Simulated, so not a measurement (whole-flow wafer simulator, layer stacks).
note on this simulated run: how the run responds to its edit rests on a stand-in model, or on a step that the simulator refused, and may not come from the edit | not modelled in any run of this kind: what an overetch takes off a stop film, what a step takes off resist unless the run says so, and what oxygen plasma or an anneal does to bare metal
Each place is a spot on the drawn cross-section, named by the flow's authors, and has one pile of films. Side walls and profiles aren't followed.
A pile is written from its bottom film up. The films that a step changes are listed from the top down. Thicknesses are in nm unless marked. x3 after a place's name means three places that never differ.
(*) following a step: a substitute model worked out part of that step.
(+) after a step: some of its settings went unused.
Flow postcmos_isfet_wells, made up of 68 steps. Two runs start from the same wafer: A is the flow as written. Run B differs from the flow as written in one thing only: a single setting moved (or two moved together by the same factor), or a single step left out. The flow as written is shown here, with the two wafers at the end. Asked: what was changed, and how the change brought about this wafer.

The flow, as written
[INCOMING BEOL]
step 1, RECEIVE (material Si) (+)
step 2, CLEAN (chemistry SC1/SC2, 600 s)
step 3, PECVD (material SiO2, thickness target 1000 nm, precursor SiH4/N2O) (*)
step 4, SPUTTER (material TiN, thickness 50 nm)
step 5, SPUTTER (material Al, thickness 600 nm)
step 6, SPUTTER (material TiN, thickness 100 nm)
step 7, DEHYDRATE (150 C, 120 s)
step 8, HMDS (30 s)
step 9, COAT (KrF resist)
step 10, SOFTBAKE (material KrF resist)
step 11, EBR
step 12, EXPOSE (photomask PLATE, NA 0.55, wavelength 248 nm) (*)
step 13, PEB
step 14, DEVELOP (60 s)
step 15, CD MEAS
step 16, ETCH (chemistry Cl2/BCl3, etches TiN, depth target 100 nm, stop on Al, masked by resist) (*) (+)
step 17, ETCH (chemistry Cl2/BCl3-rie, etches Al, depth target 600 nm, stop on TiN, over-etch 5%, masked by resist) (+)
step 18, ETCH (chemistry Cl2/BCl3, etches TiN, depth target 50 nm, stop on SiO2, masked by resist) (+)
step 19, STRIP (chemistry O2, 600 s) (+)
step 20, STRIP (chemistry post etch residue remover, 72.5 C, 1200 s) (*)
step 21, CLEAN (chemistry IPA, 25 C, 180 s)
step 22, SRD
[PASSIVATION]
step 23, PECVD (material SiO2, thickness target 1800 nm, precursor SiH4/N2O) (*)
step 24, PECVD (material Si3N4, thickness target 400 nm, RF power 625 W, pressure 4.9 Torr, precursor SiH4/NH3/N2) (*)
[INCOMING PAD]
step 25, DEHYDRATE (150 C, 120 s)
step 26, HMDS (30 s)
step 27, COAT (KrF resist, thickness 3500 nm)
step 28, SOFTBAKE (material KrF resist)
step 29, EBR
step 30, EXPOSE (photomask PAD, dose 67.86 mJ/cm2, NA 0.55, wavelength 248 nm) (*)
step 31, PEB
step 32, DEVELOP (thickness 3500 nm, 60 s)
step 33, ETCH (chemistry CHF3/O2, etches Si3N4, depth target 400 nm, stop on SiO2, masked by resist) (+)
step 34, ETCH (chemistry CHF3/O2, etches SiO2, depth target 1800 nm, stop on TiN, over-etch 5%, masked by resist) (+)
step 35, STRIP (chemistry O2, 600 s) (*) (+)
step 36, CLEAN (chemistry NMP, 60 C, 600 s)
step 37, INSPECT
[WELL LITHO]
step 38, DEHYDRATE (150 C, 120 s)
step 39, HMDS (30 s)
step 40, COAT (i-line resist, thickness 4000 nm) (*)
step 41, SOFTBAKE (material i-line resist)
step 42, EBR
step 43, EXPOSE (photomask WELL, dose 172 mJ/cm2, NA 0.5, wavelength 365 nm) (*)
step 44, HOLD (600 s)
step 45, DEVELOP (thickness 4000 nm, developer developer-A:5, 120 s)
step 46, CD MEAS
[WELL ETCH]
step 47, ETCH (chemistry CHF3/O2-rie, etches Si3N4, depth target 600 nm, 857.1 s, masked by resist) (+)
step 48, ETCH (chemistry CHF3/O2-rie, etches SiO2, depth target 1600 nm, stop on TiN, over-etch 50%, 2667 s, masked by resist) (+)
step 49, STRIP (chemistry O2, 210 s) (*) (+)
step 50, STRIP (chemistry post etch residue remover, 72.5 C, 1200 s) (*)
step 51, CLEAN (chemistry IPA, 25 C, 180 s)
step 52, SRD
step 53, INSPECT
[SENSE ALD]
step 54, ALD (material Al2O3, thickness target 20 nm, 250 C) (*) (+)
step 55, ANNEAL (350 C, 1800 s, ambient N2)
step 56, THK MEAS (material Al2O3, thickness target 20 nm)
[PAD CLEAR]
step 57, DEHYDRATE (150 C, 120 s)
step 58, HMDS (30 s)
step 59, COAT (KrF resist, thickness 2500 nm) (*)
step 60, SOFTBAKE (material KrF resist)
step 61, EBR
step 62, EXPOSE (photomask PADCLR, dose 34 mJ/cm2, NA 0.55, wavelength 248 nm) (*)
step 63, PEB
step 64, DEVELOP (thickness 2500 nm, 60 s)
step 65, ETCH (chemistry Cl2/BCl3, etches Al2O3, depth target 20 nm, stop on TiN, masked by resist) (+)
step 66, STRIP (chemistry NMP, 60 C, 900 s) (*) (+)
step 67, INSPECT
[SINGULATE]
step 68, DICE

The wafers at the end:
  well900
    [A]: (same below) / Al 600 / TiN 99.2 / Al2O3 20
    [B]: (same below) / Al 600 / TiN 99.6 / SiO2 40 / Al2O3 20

Cause: step 48, ETCH: depth target 1040 nm was run, though the flow has depth target 1600 nm; step 48, ETCH: 1733 s was run, where the flow has 2667 s.

The path from the change to this, step by step:
  step 48, ETCH (chemistry CHF3/O2-rie, etches SiO2, depth target 1600 nm, stop on TiN, over-etch 50%, 2667 s, masked by resist) (+)
      well900, well1300 x3: A SiO2 loses 1600 (all of it) | B SiO2 loses 1560
      field, margin, pad_rim, pad_clr, pad_open: A i-line resist loses 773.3 | B i-line resist loses 502.7
  step 49, STRIP (chemistry O2, 210 s) (*) (+)
      field, margin, pad_rim: A i-line resist loses 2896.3 (all of it) | B i-line resist loses 3167 (all of it)
      pad_clr: A i-line resist loses 1996.5 (all of it) | B i-line resist loses 2267.2 (all of it)
      (also at 1 further place)
